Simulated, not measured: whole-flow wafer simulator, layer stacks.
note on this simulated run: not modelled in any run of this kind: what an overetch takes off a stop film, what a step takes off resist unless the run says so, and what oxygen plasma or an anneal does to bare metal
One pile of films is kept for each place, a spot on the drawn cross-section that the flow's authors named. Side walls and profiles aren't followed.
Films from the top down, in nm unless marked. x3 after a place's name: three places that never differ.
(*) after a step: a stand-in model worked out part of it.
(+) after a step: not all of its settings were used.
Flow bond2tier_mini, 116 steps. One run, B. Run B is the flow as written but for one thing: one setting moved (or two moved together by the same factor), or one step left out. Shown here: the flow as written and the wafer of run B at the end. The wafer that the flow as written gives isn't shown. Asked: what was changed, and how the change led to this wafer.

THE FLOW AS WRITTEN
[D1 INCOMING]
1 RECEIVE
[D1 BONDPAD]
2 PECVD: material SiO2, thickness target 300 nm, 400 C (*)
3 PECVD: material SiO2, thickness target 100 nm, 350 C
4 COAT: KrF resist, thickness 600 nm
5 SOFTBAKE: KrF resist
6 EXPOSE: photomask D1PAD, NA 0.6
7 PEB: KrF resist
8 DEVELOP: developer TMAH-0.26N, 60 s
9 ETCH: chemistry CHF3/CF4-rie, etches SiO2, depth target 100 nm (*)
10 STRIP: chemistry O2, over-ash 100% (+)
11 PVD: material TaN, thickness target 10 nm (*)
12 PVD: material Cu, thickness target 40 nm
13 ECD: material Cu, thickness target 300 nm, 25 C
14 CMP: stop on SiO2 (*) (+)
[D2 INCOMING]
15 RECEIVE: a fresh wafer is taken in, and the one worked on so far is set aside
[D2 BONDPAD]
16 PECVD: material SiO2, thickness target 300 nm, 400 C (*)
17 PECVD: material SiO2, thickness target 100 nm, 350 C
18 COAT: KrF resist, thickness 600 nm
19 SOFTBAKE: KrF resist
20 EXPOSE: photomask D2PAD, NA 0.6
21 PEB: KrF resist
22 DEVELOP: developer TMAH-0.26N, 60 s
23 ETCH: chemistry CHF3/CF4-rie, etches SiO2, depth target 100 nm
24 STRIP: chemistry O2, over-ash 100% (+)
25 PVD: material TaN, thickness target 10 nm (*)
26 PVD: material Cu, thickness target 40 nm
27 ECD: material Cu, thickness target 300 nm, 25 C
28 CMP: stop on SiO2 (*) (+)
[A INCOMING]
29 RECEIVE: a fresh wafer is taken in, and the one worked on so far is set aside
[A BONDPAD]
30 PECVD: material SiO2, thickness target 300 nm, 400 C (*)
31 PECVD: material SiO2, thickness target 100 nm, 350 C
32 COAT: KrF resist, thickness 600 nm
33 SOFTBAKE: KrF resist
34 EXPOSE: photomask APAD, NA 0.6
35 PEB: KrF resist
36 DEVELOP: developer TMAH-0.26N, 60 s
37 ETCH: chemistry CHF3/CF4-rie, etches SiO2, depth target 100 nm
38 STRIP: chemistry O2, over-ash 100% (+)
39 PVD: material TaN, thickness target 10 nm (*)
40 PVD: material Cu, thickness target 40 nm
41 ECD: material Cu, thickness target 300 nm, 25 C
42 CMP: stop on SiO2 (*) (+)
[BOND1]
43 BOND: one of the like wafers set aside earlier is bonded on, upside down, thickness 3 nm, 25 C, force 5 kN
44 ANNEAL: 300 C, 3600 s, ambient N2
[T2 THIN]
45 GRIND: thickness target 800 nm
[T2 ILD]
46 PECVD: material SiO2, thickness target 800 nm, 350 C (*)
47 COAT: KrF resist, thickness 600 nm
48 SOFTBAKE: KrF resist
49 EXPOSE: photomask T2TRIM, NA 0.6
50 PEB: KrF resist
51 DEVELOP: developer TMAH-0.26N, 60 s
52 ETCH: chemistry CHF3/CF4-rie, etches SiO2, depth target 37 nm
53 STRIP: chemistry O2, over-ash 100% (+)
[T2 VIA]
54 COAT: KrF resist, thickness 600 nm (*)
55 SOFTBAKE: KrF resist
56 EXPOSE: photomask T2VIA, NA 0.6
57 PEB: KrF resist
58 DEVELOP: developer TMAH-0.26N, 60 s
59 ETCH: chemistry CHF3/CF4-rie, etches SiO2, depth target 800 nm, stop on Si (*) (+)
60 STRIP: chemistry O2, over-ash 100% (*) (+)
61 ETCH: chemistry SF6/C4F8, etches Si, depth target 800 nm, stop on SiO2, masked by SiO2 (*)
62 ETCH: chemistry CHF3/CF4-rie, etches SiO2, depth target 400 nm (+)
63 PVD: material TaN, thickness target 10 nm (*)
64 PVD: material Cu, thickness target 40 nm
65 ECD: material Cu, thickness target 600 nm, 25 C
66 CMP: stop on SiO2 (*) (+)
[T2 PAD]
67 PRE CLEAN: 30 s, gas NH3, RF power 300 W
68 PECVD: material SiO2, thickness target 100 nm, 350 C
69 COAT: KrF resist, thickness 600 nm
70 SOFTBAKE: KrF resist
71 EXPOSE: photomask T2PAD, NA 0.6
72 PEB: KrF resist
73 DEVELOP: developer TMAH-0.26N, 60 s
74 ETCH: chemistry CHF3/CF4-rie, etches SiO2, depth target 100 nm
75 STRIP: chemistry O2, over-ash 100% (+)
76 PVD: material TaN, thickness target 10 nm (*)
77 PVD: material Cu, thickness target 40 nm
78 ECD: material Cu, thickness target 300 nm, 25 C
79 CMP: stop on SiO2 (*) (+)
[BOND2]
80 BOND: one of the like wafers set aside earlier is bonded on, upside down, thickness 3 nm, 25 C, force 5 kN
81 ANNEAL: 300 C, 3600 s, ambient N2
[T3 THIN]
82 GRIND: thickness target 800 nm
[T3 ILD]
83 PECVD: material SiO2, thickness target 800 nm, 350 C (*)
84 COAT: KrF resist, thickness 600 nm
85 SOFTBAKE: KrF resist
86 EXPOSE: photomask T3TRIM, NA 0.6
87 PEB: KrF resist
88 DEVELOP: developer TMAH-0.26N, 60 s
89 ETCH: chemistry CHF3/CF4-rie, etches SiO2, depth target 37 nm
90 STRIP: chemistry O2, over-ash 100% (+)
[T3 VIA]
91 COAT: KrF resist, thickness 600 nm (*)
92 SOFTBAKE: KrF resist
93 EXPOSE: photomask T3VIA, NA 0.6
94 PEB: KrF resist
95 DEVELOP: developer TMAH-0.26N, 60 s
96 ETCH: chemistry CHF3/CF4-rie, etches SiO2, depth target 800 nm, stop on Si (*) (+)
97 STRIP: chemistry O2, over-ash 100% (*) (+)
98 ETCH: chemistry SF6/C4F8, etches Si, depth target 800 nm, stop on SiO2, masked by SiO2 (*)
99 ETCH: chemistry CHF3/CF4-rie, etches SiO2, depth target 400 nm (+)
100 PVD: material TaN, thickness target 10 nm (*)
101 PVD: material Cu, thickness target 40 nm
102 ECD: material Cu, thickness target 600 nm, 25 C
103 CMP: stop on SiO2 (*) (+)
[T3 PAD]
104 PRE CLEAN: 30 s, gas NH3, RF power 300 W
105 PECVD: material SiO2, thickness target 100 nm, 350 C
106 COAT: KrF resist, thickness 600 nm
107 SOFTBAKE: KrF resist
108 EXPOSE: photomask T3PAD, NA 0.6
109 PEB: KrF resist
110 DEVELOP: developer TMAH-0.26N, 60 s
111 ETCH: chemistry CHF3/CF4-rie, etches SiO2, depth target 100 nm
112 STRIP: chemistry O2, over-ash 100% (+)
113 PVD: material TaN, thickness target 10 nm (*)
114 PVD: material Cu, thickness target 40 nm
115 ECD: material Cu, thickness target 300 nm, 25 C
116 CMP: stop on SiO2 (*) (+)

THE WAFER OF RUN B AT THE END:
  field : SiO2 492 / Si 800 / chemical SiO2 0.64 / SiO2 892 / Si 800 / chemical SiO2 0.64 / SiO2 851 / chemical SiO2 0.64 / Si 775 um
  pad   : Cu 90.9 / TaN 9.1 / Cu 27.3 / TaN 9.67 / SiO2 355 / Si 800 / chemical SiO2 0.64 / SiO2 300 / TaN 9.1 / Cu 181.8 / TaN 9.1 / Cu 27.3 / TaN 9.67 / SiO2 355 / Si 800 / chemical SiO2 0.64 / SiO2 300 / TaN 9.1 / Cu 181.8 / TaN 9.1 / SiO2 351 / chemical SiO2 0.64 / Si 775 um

The cause: step 31, PECVD: thickness target 151 nm was run, where the flow has thickness target 100 nm.

How the change led to this, step by step:
  31 PECVD: material SiO2, thickness target 100 nm, 350 C
      field, pad, via: SiO2 +151 (as written it would be: SiO2 +100)
